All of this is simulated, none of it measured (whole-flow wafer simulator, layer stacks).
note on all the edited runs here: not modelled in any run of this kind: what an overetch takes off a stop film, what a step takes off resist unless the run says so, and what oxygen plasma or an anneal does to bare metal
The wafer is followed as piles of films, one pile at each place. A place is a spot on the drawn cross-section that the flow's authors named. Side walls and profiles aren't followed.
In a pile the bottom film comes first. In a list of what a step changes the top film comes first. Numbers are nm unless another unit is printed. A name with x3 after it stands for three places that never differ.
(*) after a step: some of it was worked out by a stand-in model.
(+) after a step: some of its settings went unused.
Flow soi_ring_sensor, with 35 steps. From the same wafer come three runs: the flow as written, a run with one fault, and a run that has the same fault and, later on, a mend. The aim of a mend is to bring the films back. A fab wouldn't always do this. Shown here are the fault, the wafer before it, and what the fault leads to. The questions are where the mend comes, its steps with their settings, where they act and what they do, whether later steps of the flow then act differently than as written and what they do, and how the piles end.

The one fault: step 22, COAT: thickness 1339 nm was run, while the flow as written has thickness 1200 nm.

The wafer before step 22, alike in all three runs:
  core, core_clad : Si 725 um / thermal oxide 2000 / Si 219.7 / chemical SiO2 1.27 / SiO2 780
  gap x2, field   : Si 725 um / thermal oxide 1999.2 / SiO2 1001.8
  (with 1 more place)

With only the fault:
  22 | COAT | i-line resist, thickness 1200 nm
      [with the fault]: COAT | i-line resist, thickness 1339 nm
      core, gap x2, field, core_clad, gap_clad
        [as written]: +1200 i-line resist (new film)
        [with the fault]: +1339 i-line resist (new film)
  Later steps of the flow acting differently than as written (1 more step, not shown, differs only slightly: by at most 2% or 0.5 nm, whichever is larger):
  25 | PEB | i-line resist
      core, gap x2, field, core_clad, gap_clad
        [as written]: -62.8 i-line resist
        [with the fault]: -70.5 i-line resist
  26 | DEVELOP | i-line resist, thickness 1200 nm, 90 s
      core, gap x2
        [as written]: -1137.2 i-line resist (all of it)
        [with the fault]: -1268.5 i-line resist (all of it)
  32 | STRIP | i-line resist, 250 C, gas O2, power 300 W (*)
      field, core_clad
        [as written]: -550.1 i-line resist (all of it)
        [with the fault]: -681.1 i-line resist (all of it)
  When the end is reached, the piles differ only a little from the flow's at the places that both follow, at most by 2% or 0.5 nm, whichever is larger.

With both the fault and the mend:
  The mend stands after step 28.
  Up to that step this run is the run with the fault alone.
  28a | STRIP | gas O2, power 300 W (+) (a further turn of the flow's step 14, with different settings)
      field, core_clad, gap_clad
        -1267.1 i-line resist (all of it)
  28b | DEHYDRATE | 150 C, 120 s (a further turn of the flow's step 20)
      leaves every film unchanged at each place that is followed
  28c | HMDS | 120 C, 60 s (a further turn of the flow's step 21)
      leaves every film unchanged at each place that is followed
  28d | COAT | i-line resist, thickness 1200 nm (a further turn of the flow's step 22)
      core, gap x2, field, core_clad, gap_clad
        +1200 i-line resist (new film)
  28e | SOFTBAKE | i-line resist (a further turn of the flow's step 23)
      leaves every film unchanged at each place that is followed
  28f | EXPOSE | photomask WINDOW, dose 101 mJ/cm2, NA 0.5, wavelength 365 nm (*) (a further turn of the flow's step 24)
      leaves every film unchanged at each place that is followed
  28g | PEB | i-line resist (a further turn of the flow's step 25)
      core, gap x2, field, core_clad, gap_clad
        -62.8 i-line resist
  28h | DEVELOP | i-line resist, 90 s (a further turn of the flow's step 26, with different settings)
      core, gap x2
        -1137.2 i-line resist (all of it)
      field, core_clad, gap_clad
        -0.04 i-line resist
  28i | HARDBAKE | i-line resist, 100 C, 90 s (a further turn of the flow's step 28)
      field, core_clad, gap_clad
        -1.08 i-line resist
  Every later step of the flow that is run acts as written at every place that is followed.
  At every place that both follow, the piles at the end match the flow's.
